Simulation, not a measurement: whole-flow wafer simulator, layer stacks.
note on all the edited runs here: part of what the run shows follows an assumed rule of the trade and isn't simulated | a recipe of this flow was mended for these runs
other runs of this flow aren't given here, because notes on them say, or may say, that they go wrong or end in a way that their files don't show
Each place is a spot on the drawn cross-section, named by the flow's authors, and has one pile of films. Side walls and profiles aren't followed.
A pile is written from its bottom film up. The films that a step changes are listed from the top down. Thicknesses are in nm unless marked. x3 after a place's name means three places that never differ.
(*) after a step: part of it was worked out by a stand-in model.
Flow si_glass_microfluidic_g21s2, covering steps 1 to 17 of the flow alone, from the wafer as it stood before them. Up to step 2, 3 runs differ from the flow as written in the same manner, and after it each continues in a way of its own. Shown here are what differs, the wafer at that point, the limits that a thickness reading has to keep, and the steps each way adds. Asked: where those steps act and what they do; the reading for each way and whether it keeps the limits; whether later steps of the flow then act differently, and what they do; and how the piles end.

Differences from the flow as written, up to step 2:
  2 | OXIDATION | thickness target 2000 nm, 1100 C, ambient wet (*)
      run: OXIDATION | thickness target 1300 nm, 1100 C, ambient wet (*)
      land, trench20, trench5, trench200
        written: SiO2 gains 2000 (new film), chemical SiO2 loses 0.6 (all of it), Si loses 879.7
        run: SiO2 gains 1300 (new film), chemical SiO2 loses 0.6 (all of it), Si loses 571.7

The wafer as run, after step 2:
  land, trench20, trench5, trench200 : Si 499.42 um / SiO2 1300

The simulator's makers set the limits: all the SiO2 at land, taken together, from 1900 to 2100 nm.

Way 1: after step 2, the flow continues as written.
  The reading taken after step 2 is 1300 nm, which is outside the limits.
  Steps later in the flow that act otherwise than as written:
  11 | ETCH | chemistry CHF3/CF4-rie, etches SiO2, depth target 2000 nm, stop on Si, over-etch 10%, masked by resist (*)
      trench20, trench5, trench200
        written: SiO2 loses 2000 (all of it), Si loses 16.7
        way: SiO2 loses 1300 (all of it), Si loses 75
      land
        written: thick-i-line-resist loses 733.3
        way: thick-i-line-resist loses 476.7
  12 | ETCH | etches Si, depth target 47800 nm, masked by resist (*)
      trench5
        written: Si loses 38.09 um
        way: Si loses 38.19 um
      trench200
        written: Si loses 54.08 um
        way: Si loses 54 um
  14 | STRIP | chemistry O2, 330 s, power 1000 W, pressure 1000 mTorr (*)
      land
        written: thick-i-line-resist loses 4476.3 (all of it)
        way: thick-i-line-resist loses 4733.9 (all of it)
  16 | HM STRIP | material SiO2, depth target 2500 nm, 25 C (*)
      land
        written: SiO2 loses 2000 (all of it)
        way: SiO2 loses 1300 (all of it)
  When the end is reached, the piles differ only a little from the flow's at the places that both follow, at most by 2% or 0.5 nm, whichever is larger.

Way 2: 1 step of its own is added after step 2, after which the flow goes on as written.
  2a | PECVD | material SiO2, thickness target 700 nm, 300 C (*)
      land, trench20, trench5, trench200
        SiO2 gains 700
  The reading taken after step 2a is 2000 nm, which is within the limits.
  Every later step of the flow that is run acts as written at every place that is followed.
  When the end is reached, the piles differ only a little from the flow's at the places that both follow, at most by 2% or 0.5 nm, whichever is larger.

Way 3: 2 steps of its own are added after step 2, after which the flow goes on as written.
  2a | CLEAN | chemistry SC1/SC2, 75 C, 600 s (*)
      land, trench20, trench5, trench200
        SiO2 loses 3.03
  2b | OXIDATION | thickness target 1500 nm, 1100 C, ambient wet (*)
      land, trench20, trench5, trench200
        SiO2 gains 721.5, Si loses 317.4
  The reading taken after step 2b is 2018.4 nm, which is within the limits.
  Steps later in the flow that act otherwise than as written (not shown: 1 more step that differs only slightly, by at most 2% or 0.5 nm, whichever is larger):
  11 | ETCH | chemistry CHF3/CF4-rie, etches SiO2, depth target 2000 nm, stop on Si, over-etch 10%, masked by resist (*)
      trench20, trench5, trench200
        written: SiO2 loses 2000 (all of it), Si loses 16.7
        way: SiO2 loses 2018.4 (all of it), Si loses 15.1
  When the end is reached, the piles differ only a little from the flow's at the places that both follow, at most by 2% or 0.5 nm, whichever is larger.

Inside the limits: way 2, way 3. Outside the limits: way 1.
